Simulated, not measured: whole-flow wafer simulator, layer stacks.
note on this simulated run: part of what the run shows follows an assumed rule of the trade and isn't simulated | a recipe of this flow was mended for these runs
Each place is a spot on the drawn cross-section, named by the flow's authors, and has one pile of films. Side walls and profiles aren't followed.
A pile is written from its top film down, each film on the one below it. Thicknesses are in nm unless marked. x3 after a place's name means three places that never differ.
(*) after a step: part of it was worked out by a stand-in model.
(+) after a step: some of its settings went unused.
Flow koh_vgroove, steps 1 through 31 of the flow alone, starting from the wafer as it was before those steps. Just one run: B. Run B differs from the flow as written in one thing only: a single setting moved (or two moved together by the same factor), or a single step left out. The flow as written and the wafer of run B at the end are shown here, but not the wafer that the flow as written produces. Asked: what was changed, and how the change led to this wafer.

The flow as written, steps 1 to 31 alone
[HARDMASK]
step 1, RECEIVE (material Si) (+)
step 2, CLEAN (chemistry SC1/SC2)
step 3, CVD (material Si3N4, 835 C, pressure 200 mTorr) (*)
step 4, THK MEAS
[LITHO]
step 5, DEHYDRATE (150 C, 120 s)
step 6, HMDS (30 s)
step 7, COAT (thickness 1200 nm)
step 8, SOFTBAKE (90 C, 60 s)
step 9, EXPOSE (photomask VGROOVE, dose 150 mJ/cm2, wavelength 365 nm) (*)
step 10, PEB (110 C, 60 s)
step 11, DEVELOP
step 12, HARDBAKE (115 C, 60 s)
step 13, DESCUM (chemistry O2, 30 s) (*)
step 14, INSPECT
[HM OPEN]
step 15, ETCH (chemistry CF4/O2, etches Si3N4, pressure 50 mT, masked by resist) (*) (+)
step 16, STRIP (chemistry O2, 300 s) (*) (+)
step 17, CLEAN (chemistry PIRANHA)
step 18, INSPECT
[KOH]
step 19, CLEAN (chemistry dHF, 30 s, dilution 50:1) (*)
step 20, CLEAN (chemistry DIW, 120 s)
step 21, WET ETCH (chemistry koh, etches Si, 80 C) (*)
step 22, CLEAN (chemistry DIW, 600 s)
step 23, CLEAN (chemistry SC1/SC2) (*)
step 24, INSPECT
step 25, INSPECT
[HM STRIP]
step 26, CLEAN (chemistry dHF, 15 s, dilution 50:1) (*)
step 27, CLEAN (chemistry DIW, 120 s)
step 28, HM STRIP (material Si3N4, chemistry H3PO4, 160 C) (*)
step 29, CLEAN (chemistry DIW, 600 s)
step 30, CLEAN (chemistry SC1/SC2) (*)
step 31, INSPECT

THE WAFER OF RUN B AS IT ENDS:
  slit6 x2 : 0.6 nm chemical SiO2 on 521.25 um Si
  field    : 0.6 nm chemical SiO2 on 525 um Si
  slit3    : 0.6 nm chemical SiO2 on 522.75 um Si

Cause: step 3, CVD: pressure 248 mTorr was run, whereas the flow has pressure 200 mTorr.

The path from the change to this, step by step:
  step 3, CVD (material Si3N4, 835 C, pressure 200 mTorr) (*)
      field, slit3, slit2, slit6 x2: Si3N4 gains 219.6 (new film) (in the flow as written it would be: Si3N4 gains 200 (new film))
  step 15, ETCH (chemistry CF4/O2, etches Si3N4, pressure 50 mT, masked by resist) (*) (+)
      slit3, slit2, slit6 x2: Si3N4 loses 219.6 (all of it), chemical SiO2 loses 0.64 (all of it), Si loses 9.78 (in the flow as written it would be: Si3N4 loses 200 (all of it), chemical SiO2 loses 0.64 (all of it), Si loses 29.4)
  step 28, HM STRIP (material Si3N4, chemistry H3PO4, 160 C) (*)
      field: Si3N4 loses 218.3 (all of it), chemical SiO2 loses 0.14, Si loses 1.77 (in the flow as written it would be: Si3N4 loses 198.7 (all of it), chemical SiO2 loses 0.14, Si loses 2.75)
